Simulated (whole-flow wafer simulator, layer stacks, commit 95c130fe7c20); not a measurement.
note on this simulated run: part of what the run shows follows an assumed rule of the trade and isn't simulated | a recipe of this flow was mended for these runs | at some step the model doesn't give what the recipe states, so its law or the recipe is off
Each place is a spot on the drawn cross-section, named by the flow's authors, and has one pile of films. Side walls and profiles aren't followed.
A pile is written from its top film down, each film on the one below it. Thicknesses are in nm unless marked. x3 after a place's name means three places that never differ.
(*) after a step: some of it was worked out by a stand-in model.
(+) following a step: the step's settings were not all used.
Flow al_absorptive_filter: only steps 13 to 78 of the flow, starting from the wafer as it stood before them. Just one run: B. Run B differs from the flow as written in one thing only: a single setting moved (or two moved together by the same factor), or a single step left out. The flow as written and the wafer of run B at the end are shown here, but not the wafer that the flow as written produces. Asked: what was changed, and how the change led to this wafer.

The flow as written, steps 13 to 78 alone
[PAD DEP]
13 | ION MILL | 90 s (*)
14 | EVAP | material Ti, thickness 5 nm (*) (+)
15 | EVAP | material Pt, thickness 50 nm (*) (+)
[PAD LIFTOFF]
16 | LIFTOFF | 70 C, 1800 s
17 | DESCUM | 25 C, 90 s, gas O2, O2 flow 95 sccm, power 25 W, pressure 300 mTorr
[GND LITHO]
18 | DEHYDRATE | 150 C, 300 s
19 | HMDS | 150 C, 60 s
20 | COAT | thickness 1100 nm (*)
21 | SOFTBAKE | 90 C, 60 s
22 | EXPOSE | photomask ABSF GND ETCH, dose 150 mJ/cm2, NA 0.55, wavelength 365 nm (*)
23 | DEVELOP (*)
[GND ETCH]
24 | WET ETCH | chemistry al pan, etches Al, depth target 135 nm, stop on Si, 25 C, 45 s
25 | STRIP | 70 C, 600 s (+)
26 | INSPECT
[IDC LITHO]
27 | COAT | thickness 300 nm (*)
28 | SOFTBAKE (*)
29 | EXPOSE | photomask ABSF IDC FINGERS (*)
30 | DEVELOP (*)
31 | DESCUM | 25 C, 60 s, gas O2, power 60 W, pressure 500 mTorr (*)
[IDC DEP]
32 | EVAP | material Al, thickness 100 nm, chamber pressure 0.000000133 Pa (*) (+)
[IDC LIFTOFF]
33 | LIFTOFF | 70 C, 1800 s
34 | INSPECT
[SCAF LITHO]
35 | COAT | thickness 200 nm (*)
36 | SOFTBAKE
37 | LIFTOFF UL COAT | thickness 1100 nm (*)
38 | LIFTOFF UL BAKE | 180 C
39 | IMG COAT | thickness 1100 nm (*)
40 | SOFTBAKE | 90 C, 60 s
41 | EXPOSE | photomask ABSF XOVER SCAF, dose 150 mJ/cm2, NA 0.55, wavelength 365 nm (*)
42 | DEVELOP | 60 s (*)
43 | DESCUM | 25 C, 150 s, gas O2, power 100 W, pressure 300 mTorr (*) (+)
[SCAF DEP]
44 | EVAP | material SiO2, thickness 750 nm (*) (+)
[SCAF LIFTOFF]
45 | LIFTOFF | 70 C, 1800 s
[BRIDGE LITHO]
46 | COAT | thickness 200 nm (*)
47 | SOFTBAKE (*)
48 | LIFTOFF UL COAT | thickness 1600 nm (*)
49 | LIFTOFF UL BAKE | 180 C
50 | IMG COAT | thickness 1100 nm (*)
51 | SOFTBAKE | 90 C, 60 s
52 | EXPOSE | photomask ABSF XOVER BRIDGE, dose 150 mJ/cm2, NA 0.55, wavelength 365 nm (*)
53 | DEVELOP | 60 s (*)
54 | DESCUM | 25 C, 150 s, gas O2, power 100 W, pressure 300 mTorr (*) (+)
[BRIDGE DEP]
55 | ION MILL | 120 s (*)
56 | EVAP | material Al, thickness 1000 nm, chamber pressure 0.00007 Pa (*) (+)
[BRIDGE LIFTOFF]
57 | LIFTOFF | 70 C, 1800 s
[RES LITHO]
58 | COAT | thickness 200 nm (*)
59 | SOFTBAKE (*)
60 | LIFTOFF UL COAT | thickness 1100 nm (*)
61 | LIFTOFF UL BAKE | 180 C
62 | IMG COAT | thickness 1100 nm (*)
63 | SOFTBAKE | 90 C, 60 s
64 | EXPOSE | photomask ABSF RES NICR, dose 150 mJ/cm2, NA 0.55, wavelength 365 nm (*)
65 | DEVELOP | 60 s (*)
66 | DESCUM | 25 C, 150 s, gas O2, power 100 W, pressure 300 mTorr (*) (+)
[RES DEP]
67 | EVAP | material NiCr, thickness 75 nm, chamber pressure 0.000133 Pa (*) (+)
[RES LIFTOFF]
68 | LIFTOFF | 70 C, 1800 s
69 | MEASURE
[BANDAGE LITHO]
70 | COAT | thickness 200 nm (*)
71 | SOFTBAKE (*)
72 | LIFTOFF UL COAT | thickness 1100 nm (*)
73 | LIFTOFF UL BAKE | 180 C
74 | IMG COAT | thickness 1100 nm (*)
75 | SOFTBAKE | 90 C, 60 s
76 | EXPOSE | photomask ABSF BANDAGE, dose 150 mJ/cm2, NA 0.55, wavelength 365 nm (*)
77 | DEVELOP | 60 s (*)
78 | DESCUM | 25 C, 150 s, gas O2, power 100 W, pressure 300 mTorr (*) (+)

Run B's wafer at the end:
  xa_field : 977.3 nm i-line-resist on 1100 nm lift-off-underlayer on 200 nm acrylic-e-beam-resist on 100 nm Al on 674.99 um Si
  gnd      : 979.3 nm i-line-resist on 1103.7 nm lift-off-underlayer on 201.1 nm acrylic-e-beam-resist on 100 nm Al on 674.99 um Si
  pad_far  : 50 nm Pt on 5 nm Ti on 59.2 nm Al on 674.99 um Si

The reason: step 13, ION MILL: 82 s was run, though the flow has 90 s.

The path from the change to this, step by step:
  13 | ION MILL | 90 s (*)
      gnd, ledge, res and 9 more: -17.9 i-line-resist (as written it would have been: -19.6 i-line-resist)
      pad_far, pad_near: -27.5 Al (as written it would have been: -30.2 Al)
